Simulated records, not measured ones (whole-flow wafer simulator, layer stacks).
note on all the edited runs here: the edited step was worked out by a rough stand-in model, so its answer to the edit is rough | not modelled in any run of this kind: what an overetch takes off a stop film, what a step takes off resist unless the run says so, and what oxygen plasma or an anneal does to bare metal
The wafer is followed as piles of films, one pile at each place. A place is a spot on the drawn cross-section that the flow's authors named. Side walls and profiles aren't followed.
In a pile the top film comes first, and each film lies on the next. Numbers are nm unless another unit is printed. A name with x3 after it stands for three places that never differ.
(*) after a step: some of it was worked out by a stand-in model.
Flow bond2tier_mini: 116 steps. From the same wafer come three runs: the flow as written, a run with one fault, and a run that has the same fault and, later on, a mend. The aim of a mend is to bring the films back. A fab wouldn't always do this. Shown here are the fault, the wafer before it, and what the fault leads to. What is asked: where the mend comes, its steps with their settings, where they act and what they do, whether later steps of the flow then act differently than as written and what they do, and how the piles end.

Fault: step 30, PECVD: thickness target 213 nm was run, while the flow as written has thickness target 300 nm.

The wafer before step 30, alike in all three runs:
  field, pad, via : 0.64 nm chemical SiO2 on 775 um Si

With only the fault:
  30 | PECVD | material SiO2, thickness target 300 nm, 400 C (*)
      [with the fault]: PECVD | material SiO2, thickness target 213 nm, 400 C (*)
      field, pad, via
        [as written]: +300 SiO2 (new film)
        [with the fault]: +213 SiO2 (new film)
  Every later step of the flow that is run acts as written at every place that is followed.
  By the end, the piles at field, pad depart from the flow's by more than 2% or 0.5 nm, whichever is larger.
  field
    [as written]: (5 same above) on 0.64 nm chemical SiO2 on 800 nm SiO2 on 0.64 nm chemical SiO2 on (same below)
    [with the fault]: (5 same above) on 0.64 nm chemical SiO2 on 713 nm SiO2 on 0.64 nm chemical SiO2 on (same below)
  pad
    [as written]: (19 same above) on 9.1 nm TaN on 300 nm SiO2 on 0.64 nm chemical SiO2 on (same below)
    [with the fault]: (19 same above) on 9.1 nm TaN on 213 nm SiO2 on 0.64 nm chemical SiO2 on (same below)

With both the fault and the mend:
  After step 30 comes the mend.
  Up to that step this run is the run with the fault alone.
  30a | PECVD | material SiO2, thickness target 87 nm, 400 C (a further turn of the flow's step 30, with different settings)
      field, pad, via
        +87 SiO2
  Every later step of the flow that is run acts as written at every place that is followed.
  By the end, the piles equal the flow's at every place that both follow.
